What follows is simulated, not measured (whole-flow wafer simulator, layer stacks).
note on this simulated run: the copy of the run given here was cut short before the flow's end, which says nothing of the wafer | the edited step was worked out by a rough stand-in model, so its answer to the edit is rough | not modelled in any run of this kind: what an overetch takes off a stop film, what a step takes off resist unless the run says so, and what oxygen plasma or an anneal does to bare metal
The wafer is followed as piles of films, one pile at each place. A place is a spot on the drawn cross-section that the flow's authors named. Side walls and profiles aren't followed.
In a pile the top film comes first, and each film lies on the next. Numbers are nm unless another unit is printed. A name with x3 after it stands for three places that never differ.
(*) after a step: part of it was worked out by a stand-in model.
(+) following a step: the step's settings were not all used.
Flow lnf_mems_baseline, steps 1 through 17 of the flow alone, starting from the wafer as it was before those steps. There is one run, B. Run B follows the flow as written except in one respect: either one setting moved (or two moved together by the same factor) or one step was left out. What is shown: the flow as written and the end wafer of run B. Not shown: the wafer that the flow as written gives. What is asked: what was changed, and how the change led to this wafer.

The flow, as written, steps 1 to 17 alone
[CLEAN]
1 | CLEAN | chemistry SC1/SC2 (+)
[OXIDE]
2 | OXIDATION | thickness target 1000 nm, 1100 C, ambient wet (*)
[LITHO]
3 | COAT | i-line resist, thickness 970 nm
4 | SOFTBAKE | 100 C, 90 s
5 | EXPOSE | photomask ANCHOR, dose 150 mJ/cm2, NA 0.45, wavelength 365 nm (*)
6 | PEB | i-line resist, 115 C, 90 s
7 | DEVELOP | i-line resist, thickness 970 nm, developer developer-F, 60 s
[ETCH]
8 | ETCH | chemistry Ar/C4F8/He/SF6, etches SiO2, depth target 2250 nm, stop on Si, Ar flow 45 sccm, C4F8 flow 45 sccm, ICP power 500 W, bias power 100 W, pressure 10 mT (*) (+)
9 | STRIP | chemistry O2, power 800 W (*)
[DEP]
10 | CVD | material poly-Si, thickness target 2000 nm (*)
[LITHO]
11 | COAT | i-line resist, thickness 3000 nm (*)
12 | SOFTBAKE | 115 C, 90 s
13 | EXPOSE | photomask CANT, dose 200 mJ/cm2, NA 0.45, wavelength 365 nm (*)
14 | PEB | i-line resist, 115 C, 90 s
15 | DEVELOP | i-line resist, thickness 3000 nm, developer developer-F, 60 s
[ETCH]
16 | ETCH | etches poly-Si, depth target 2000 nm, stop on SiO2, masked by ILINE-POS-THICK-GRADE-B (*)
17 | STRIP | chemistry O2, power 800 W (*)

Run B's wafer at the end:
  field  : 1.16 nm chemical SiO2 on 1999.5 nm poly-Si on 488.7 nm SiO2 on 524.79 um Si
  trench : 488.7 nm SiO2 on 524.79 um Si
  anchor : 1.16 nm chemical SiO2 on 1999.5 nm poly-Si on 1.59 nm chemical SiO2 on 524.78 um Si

Cause: step 2, OXIDATION: 962 C was run, though the flow has 1100 C.

How this came from the change, step by step:
  2 | OXIDATION | thickness target 1000 nm, 1100 C, ambient wet (*)
      field, anchor, beam, trench, char_slit: SiO2 gains 488.7 (new film), chemical SiO2 loses 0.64 (all of it), Si loses 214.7 (in the flow as written it would be: SiO2 gains 1000 (new film), chemical SiO2 loses 0.64 (all of it), Si loses 439.7)
  8 | ETCH | chemistry Ar/C4F8/He/SF6, etches SiO2, depth target 2250 nm, stop on Si, Ar flow 45 sccm, C4F8 flow 45 sccm, ICP power 500 W, bias power 100 W, pressure 10 mT (*) (+)
      field, beam, trench, char_slit: i-line resist loses 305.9 (in the flow as written it would be: i-line resist loses 561.5)
      anchor: SiO2 loses 488.7 (all of it) (in the flow as written it would be: SiO2 loses 1000 (all of it))
  9 | STRIP | chemistry O2, power 800 W (*)
      field, beam, trench, char_slit: i-line resist loses 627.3 (all of it) (in the flow as written it would be: i-line resist loses 371.6 (all of it))
  10 | CVD | material poly-Si, thickness target 2000 nm (*)
      anchor: poly-Si gains 2000 (new film) (in the flow as written it would be: poly-Si gains 2322 (new film))
  11 | COAT | i-line resist, thickness 3000 nm (*)
      anchor: i-line resist gains 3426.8 (new film) (in the flow as written it would be: i-line resist gains 3611.6 (new film))
  12 | SOFTBAKE | 115 C, 90 s
      anchor: i-line resist gains 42 (in the flow as written it would be: i-line resist gains 45.4)
      trench: i-line resist loses 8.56 (in the flow as written it would be: i-line resist loses 9.1)
  14 | PEB | i-line resist, 115 C, 90 s
      anchor: i-line resist loses 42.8 (in the flow as written it would be: i-line resist loses 46.1)
  17 | STRIP | chemistry O2, power 800 W (*)
      anchor: chemical SiO2 gains 1.16 (new film), i-line resist loses 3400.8 (all of it), poly-Si loses 0.51 (in the flow as written it would be: chemical SiO2 gains 1.17 (new film), i-line resist loses 3585.8 (all of it), poly-Si loses 0.52)
